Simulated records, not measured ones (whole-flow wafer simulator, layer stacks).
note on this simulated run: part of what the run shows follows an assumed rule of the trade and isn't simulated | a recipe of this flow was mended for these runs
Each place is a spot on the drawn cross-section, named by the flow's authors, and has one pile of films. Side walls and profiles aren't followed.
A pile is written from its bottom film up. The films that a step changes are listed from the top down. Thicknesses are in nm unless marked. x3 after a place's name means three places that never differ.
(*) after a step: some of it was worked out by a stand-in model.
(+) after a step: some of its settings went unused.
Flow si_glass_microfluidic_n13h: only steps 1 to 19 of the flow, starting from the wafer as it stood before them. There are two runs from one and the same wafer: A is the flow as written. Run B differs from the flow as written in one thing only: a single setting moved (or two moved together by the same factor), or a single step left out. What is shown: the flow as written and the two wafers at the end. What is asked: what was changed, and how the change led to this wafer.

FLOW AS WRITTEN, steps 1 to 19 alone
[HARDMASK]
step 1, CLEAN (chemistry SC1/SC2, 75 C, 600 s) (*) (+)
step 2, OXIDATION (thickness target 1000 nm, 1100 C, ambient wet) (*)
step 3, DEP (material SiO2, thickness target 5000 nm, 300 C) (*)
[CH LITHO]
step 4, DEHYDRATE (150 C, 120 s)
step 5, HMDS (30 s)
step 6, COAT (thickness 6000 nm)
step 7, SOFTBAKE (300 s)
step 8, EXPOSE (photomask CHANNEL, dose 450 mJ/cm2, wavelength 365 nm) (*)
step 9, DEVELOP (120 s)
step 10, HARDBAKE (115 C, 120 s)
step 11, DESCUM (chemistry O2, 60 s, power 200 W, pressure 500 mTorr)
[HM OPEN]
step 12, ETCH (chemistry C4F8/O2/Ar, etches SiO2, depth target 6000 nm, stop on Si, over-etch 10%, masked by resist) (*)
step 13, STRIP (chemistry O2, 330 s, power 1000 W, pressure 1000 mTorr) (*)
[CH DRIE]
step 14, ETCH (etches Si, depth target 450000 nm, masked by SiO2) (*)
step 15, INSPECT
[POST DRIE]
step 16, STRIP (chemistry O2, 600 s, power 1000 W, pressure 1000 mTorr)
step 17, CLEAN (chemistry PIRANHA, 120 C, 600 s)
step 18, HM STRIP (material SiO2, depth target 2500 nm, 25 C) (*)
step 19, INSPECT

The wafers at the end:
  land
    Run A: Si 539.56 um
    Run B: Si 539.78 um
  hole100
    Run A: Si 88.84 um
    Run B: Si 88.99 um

The reason: step 2, OXIDATION: thickness target 500 nm was run, though the flow has thickness target 1000 nm.

How this came from the change, step by step:
  step 2, OXIDATION (thickness target 1000 nm, 1100 C, ambient wet) (*)
      land, hole100: A SiO2 gains 1000 (new film), chemical SiO2 loses 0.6 (all of it), Si loses 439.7 | B SiO2 gains 500 (new film), chemical SiO2 loses 0.6 (all of it), Si loses 219.7
  step 12, ETCH (chemistry C4F8/O2/Ar, etches SiO2, depth target 6000 nm, stop on Si, over-etch 10%, masked by resist) (*)
      land: A thick-i-line-resist loses 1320 | B thick-i-line-resist loses 1210
      hole100: A SiO2 loses 6000 (all of it), Si loses 75 | B SiO2 loses 5500 (all of it), Si loses 137.5
  step 13, STRIP (chemistry O2, 330 s, power 1000 W, pressure 1000 mTorr) (*)
      land: A thick-i-line-resist loses 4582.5 (all of it) | B thick-i-line-resist loses 4692.5 (all of it)
  step 18, HM STRIP (material SiO2, depth target 2500 nm, 25 C) (*)
      land: A SiO2 loses 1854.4 (all of it) | B SiO2 loses 1355.7 (all of it)
